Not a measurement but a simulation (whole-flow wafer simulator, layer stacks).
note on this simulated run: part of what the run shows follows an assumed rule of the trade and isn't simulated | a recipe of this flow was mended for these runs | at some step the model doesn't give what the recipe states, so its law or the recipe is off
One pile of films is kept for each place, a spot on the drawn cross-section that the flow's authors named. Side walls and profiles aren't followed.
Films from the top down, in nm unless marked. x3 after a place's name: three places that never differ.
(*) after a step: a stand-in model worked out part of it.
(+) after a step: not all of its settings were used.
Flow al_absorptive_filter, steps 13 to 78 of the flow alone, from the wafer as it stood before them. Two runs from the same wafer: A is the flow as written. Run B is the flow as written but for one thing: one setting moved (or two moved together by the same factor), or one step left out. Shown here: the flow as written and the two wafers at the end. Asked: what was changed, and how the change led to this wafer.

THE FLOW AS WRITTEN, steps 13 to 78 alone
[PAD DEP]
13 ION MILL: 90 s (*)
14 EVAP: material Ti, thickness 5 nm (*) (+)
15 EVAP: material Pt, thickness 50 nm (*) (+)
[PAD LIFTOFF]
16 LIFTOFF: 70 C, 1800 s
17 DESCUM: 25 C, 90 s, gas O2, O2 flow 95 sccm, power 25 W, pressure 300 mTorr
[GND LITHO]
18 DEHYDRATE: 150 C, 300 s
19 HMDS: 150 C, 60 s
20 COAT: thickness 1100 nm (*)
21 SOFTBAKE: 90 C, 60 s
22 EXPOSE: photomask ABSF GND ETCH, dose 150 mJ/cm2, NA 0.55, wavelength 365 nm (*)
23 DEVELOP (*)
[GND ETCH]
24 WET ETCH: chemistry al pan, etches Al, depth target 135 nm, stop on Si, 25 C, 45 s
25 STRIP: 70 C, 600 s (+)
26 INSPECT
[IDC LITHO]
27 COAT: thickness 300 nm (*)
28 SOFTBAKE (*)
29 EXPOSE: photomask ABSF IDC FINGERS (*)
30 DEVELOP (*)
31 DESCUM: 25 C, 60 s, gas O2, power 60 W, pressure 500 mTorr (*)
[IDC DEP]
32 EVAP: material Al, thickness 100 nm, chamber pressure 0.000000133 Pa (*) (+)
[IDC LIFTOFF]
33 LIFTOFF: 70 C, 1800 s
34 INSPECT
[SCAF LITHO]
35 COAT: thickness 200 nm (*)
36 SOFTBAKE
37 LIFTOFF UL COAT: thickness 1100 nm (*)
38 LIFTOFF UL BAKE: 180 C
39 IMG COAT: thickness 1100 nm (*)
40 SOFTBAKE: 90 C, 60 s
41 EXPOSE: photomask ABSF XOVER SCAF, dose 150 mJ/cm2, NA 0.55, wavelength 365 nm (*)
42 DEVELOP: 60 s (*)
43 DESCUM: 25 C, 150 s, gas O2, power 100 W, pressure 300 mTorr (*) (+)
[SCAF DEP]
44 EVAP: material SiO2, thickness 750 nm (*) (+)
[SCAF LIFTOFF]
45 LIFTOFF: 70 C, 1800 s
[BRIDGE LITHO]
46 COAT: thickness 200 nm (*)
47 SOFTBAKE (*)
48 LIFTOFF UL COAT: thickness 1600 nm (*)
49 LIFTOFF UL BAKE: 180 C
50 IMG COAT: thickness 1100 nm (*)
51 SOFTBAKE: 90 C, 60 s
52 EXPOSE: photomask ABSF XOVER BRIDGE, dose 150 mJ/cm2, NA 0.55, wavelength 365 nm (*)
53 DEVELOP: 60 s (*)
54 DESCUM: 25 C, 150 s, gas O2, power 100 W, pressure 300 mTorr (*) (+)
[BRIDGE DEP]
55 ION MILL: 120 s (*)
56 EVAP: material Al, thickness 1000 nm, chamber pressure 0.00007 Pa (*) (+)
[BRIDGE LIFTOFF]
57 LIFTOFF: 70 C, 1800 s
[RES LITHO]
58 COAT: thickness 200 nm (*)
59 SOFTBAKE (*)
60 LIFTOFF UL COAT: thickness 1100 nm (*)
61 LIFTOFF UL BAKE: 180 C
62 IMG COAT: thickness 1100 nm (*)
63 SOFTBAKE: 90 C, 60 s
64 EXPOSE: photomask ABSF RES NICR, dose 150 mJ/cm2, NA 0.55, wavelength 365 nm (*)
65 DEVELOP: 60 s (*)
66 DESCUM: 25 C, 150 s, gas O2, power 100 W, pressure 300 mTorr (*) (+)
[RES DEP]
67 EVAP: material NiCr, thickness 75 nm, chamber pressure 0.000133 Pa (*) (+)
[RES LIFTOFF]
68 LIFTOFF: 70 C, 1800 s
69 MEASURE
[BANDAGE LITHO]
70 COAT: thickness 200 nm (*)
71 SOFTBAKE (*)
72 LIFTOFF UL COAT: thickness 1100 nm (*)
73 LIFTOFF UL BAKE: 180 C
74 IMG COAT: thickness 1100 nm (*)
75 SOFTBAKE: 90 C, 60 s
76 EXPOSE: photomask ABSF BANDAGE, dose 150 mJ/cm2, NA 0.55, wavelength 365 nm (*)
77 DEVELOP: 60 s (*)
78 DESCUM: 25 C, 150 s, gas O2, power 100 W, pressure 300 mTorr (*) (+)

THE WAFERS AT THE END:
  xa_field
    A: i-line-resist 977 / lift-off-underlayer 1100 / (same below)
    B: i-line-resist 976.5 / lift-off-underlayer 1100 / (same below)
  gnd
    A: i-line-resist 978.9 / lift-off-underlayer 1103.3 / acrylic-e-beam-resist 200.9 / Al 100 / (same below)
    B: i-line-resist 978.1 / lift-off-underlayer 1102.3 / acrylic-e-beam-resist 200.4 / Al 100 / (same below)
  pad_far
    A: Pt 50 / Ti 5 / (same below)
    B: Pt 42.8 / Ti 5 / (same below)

The cause: step 15, EVAP: thickness 42.8 nm was run, where the flow has thickness 50 nm.
It can be read off the wafer: pad_far has Pt 42.8, and step 15 as written asks for 50 nm.

How the change led to this, step by step:
  15 EVAP: material Pt, thickness 50 nm (*) (+)
      gnd, pad_far, pad_near and 11 more: A Pt +50 (new film) | B Pt +42.8 (new film)
  16 LIFTOFF: 70 C, 1800 s
      gnd, ledge, res and 9 more: A Pt -50 (all of it), Ti -5 (all of it), i-line-resist -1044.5 (all of it), lift-off-underlayer -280 (all of it) | B Pt -42.8 (all of it), Ti -5 (all of it), i-line-resist -1044.5 (all of it), lift-off-underlayer -280 (all of it)
